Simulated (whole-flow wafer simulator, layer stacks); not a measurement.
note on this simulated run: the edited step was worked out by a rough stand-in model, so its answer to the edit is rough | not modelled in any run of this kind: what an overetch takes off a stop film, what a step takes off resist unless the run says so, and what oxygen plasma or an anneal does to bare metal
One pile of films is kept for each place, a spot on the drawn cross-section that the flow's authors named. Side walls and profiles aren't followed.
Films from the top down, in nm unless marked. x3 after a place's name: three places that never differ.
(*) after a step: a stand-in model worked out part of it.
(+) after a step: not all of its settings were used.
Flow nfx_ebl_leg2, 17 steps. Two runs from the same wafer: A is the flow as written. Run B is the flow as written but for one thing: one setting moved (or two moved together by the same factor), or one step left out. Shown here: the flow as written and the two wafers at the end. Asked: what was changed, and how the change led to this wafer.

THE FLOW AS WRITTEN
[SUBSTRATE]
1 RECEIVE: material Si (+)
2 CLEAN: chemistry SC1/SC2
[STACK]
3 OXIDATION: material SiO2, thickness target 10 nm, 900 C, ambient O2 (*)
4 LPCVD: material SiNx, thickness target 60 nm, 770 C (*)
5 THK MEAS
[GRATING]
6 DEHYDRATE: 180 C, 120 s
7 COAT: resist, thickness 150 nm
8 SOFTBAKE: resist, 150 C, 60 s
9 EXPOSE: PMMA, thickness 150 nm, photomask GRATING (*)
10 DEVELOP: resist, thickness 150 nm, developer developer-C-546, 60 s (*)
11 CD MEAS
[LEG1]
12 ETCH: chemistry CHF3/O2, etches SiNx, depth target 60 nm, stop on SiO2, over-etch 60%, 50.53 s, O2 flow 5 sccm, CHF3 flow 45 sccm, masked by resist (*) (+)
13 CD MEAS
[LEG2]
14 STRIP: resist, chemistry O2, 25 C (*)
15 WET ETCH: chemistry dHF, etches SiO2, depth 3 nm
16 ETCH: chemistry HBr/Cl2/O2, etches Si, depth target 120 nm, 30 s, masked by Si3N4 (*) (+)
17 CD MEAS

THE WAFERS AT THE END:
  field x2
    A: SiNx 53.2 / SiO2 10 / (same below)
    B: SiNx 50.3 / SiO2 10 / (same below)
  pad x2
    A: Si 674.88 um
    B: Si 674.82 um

The cause: step 16, ETCH: depth target 171 nm was run, where the flow has depth target 120 nm; step 16, ETCH: 42.8 s was run, where the flow has 30 s.

How the change led to this, step by step:
  16 ETCH: chemistry HBr/Cl2/O2, etches Si, depth target 120 nm, 30 s, masked by Si3N4 (*) (+)
      field x2: A SiNx -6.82 | B SiNx -9.73
      pad x2: A Si -120 | B Si -171
